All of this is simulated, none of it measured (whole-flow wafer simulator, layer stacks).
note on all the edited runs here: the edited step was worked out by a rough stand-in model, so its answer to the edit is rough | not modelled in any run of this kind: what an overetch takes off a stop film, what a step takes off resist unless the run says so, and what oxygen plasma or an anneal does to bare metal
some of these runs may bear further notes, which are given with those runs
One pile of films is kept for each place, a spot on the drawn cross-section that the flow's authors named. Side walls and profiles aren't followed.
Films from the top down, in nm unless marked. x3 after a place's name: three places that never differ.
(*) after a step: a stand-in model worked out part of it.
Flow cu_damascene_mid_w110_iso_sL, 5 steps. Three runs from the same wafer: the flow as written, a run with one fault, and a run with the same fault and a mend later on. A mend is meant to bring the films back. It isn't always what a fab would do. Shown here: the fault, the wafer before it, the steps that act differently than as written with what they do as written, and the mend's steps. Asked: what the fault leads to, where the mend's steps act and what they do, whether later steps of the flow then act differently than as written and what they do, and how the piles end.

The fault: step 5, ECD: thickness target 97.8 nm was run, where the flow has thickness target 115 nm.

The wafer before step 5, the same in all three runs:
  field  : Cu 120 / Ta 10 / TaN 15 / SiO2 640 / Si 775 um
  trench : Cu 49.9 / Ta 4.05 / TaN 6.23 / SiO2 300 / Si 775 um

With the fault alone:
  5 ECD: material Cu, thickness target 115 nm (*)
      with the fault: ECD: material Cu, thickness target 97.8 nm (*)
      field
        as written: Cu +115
        with the fault: Cu +97.8
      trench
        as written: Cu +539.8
        with the fault: Cu +522.6
  No later step of the flow acts differently than as written at any place that is followed.
  At the end the piles differ from the flow's by more than 2% or 0.5 nm, whichever is larger, at field, trench.
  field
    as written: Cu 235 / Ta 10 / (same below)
    with the fault: Cu 217.8 / Ta 10 / (same below)
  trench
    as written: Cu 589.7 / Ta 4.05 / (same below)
    with the fault: Cu 572.5 / Ta 4.05 / (same below)

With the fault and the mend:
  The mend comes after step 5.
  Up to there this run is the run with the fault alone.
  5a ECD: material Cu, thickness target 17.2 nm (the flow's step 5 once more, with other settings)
      field, trench
        Cu +17.2
  No later step of the flow acts differently than as written at any place that is followed.
  At the end the piles are the same as the flow's at every place that both follow.
